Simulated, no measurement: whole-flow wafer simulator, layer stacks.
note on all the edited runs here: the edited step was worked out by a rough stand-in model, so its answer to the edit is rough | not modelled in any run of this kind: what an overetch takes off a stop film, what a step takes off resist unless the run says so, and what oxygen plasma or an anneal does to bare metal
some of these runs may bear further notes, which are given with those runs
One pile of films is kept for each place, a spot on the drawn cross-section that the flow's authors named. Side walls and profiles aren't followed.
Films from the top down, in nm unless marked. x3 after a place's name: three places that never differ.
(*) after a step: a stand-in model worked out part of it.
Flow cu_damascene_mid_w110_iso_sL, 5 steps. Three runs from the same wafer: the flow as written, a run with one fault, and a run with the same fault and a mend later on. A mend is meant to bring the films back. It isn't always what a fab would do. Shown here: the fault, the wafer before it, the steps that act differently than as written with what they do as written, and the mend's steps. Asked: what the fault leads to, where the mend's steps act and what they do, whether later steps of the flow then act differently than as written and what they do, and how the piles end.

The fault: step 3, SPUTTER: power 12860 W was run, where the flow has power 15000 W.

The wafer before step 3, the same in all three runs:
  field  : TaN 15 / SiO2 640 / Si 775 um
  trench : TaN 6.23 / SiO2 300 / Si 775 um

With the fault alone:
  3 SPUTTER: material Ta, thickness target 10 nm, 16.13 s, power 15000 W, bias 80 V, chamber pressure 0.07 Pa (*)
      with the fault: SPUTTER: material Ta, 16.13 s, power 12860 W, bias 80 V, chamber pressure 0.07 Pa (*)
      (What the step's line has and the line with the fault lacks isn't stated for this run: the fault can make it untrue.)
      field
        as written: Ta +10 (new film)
        with the fault: Ta +8.57 (new film)
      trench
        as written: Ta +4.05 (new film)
        with the fault: Ta +3.37 (new film)
  No later step of the flow acts differently than as written, at any place that is followed, by more than 2% or 0.5 nm, whichever is larger.
  At the end the piles differ from the flow's by more than 2% or 0.5 nm, whichever is larger, at field, trench.
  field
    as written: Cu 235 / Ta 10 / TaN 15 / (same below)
    with the fault: Cu 235 / Ta 8.57 / TaN 15 / (same below)
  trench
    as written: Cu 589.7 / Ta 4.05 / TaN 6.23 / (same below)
    with the fault: Cu 589 / Ta 3.37 / TaN 6.23 / (same below)

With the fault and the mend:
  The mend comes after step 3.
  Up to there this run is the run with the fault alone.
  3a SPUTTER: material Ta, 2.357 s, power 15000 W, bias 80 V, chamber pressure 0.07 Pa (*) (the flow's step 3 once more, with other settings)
      field
        Ta +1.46
      trench
        Ta +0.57
  No later step of the flow acts differently than as written, at any place that is followed, by more than 2% or 0.5 nm, whichever is larger.
  At the end the piles differ from the flow's only slightly at the places that both follow, by at most 2% or 0.5 nm, whichever is larger.
